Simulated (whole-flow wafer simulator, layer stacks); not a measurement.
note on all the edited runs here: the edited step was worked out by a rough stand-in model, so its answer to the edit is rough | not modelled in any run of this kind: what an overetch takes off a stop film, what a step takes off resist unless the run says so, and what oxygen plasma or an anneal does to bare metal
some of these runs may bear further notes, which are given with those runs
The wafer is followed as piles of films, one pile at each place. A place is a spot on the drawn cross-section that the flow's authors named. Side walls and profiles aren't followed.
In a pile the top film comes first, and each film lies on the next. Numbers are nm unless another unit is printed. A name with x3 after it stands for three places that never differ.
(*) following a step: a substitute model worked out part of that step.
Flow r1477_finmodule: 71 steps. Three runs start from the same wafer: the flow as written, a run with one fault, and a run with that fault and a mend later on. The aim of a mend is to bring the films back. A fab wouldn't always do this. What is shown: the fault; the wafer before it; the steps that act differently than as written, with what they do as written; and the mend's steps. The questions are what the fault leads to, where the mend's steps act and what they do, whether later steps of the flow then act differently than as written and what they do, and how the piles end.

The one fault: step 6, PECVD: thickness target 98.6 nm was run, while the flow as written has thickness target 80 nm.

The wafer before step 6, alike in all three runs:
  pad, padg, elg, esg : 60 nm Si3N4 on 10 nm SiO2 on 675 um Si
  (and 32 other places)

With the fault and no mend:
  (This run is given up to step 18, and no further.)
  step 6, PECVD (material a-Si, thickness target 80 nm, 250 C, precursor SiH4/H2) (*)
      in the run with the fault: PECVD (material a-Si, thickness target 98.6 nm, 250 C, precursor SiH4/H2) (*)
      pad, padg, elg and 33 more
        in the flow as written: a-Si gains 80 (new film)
        in the run with the fault: a-Si gains 98.6 (new film)
  Steps further on in the flow that do not act as written:
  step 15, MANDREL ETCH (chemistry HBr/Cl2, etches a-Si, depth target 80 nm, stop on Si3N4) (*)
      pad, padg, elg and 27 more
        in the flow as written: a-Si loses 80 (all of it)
        in the run with the fault: a-Si loses 80
  The piles after step 18 differ from the flow's at pad, padg, elg and 33 more by more than 2% or 0.5 nm, whichever is larger.
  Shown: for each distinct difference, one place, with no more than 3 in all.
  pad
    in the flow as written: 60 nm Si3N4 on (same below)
    in the run with the fault: 18.6 nm a-Si on 60 nm Si3N4 on (same below)
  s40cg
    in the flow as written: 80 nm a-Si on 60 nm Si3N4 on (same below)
    in the run with the fault: 98.6 nm a-Si on 60 nm Si3N4 on (same below)

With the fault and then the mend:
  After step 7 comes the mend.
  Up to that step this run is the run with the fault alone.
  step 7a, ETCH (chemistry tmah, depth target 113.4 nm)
      pad, padg, elg and 33 more
        a-Si loses 98.6 (all of it)
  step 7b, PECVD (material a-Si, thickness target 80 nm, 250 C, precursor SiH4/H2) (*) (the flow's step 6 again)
      pad, padg, elg and 33 more
        a-Si gains 80 (new film)
  None of the later steps of the flow acts differently than as written at any place that is followed.
  The piles end the same as the flow's at every place that both follow.
